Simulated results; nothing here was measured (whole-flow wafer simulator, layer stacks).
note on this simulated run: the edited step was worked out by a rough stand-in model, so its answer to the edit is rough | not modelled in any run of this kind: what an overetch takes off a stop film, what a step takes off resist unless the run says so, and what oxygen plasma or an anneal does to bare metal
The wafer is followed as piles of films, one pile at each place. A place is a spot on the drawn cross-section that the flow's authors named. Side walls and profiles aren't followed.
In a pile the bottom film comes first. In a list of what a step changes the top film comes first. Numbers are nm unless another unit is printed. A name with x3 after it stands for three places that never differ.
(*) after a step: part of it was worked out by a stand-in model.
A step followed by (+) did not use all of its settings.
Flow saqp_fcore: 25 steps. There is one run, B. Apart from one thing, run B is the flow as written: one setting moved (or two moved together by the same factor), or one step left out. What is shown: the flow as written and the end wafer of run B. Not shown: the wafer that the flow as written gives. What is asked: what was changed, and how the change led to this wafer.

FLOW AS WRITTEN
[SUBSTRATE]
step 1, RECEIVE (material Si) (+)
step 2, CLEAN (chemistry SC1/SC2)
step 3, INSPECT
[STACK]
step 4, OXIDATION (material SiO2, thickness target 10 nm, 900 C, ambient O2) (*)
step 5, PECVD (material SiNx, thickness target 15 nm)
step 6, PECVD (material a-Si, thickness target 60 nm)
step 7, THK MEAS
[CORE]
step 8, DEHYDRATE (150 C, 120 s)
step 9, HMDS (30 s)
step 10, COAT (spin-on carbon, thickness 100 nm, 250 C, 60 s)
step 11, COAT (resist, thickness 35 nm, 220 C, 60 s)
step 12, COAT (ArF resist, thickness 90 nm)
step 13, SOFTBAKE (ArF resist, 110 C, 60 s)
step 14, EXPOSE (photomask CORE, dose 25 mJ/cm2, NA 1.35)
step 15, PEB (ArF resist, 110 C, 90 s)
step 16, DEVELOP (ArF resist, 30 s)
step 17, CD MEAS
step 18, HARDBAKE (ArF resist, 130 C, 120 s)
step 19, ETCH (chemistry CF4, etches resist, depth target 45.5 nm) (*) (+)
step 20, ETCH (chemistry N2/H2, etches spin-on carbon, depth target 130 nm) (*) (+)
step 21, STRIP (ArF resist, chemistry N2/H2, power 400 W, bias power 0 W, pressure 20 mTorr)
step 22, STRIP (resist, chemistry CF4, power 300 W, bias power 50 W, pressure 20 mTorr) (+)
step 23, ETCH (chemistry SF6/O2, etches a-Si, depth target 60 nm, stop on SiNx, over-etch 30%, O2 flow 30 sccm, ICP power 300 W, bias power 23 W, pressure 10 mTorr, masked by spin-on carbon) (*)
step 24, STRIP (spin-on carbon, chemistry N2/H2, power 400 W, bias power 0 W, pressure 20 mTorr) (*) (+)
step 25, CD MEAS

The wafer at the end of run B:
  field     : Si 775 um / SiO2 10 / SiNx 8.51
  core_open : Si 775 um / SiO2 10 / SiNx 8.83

The reason: step 23, ETCH: over-etch 48% was run, while the flow as written has over-etch 30%.

The path from the change to this, step by step:
  step 23, ETCH (chemistry SF6/O2, etches a-Si, depth target 60 nm, stop on SiNx, over-etch 30%, O2 flow 30 sccm, ICP power 300 W, bias power 23 W, pressure 10 mTorr, masked by spin-on carbon) (*)
      field: a-Si loses 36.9 (all of it), SiNx loses 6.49 (in the flow as written it would be: a-Si loses 36.9 (all of it), SiNx loses 5.14)
      core_open: a-Si loses 39.4 (all of it), SiNx loses 6.17 (in the flow as written it would be: a-Si loses 39.4 (all of it), SiNx loses 4.82)
      (and at 1 other place as well)
